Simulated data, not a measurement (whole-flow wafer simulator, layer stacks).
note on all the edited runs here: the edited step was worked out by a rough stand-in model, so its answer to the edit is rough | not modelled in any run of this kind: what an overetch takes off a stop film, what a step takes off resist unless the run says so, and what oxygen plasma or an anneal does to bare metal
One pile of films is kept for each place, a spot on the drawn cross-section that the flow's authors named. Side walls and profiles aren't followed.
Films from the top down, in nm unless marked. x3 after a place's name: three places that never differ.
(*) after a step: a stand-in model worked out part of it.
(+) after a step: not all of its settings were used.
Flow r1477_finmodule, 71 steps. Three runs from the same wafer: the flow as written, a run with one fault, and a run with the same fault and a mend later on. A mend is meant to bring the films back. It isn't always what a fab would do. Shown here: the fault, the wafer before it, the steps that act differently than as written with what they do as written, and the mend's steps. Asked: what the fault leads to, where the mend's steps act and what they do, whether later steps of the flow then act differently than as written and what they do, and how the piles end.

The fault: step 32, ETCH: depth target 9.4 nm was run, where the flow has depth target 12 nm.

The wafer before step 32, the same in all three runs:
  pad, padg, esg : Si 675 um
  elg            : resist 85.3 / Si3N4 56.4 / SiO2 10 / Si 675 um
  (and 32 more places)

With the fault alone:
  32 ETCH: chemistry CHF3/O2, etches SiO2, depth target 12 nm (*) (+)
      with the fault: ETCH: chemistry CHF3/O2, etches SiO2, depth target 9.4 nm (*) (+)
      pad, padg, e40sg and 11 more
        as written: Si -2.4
        with the fault: Si -1.88
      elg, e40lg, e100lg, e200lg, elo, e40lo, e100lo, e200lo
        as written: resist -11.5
        with the fault: resist -9.01
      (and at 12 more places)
  Later steps of the flow that act differently than as written (4 more steps differ only slightly, by at most 2% or 0.5 nm, whichever is larger, and aren't shown):
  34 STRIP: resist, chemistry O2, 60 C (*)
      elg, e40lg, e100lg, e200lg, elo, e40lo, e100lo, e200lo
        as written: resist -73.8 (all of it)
        with the fault: resist -76.3 (all of it)
  At the end the piles differ from the flow's only slightly at the places that both follow, by at most 2% or 0.5 nm, whichever is larger.

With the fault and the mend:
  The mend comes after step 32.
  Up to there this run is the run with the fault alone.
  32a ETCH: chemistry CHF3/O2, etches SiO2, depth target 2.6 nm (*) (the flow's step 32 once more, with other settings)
      pad, padg, e40sg and 11 more
        Si -0.52
      elg, e40lg, e100lg, e200lg, elo, e40lo, e100lo, e200lo
        resist -2.49
      s40sg_line, s45sg_line, s50sg_line, s40so_line, s45so_line, s50so_line
        SiO2 -2.6
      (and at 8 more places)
  No later step of the flow acts differently than as written, at any place that is followed, by more than 2% or 0.5 nm, whichever is larger.
  At the end the piles differ from the flow's only slightly at the places that both follow, by at most 2% or 0.5 nm, whichever is larger.
